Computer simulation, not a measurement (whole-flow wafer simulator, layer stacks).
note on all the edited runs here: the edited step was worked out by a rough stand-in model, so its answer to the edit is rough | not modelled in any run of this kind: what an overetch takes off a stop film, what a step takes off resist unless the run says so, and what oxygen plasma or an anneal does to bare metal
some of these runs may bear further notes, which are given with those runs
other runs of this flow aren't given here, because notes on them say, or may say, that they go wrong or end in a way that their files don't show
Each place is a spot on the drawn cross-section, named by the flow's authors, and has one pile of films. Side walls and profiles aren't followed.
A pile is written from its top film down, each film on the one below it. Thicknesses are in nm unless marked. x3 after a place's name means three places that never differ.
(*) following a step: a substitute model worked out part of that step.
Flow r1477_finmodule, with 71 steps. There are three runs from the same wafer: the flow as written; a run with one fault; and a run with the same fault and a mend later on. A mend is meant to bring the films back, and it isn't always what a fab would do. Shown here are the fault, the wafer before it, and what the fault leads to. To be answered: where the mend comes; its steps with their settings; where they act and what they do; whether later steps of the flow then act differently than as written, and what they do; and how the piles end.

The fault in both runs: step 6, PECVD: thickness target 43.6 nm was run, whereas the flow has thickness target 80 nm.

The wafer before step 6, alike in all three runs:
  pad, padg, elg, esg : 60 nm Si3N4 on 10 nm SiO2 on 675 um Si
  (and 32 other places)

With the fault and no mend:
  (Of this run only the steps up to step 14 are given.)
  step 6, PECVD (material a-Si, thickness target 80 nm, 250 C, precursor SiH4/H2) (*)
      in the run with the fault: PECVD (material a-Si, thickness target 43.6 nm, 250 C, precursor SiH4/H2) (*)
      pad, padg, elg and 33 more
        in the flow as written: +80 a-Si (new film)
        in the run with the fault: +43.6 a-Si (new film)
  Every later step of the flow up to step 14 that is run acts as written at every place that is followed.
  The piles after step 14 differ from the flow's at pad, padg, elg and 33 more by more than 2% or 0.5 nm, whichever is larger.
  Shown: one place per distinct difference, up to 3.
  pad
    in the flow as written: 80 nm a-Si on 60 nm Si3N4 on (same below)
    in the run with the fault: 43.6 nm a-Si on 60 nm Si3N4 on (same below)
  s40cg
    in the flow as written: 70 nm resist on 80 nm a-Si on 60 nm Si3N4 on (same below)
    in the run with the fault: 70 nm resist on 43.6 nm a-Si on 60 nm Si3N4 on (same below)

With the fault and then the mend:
  The mend follows step 7.
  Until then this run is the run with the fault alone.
  step 7a, ETCH (chemistry tmah, depth target 50.14 nm)
      pad, padg, elg and 33 more
        -43.6 a-Si (all of it)
  step 7b, PECVD (material a-Si, thickness target 80 nm, 250 C, precursor SiH4/H2) (*) (a further turn of the flow's step 6)
      pad, padg, elg and 33 more
        +80 a-Si (new film)
  Every later step of the flow that is run acts as written at every place that is followed.
  The piles end the same as the flow's at every place that both follow.
